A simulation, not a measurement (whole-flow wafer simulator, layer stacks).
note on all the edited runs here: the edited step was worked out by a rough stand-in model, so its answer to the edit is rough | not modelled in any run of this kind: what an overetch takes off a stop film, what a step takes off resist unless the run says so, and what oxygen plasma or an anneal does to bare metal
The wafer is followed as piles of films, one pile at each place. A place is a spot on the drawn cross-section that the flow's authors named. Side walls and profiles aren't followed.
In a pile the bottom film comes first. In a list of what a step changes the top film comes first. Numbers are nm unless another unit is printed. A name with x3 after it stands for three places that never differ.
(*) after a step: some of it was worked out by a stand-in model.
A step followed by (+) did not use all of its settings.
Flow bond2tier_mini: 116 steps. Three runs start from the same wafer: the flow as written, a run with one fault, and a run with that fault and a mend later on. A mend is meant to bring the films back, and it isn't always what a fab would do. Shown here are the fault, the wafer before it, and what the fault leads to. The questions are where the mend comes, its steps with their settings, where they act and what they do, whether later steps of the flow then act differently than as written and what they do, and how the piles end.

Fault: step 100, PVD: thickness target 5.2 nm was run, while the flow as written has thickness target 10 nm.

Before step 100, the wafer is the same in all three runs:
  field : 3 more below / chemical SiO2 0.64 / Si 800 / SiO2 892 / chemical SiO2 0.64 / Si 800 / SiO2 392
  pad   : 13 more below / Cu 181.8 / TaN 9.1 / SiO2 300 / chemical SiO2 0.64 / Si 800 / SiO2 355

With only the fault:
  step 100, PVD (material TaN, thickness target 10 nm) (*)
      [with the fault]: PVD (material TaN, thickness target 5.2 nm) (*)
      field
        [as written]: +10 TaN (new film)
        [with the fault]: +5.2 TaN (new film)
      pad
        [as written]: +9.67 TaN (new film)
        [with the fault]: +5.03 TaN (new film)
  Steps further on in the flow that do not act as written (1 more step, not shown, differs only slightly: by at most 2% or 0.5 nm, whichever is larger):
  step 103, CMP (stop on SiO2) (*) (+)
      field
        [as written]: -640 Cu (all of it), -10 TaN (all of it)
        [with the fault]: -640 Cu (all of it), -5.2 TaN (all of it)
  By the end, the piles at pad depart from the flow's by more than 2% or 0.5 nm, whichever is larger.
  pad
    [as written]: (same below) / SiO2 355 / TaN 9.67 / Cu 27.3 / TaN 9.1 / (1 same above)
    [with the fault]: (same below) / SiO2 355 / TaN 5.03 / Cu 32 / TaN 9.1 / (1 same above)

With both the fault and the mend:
  The mend stands after step 100.
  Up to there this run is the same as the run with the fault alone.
  step 100a, PVD (material TaN, thickness target 4.8 nm) (*) (a further turn of the flow's step 100, with different settings)
      field
        +4.8 TaN
      pad
        +4.64 TaN
  Every later step of the flow that is run acts as written at every place that is followed.
  When the end is reached, the piles differ only a little from the flow's at the places that both follow, at most by 2% or 0.5 nm, whichever is larger.
